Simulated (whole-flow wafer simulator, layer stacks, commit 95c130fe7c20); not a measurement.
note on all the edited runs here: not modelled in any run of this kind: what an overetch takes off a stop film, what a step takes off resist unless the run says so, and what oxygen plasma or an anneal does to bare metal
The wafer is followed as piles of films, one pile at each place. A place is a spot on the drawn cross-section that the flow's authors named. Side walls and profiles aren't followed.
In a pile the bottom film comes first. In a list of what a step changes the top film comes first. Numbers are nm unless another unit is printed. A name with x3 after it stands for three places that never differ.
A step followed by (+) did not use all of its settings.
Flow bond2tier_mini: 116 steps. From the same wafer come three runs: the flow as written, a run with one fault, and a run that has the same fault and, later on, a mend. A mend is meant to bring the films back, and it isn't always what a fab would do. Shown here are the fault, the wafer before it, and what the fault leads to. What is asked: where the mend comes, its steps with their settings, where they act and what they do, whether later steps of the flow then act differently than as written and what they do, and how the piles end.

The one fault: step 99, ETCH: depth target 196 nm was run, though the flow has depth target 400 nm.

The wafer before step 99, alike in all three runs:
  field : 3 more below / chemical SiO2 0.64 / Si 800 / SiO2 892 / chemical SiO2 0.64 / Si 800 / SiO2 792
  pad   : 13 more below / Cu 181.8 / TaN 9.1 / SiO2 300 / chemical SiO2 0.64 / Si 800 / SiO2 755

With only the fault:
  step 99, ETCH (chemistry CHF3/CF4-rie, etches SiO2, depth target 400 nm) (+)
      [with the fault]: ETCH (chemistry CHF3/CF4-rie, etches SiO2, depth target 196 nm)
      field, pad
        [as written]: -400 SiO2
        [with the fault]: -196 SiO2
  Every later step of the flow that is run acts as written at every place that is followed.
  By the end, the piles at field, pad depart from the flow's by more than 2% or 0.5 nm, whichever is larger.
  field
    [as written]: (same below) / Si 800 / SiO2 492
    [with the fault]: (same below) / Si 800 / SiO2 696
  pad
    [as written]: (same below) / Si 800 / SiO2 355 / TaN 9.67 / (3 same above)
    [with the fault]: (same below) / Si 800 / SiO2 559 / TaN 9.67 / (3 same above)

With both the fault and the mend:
  The mend stands after step 99.
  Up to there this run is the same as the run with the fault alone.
  step 99a, ETCH (chemistry CHF3/CF4-rie, etches SiO2, depth target 204 nm) (+) (the flow's step 99 again, with other settings)
      field, pad
        -204 SiO2
  Every later step of the flow that is run acts as written at every place that is followed.
  At every place that both follow, the piles at the end match the flow's.
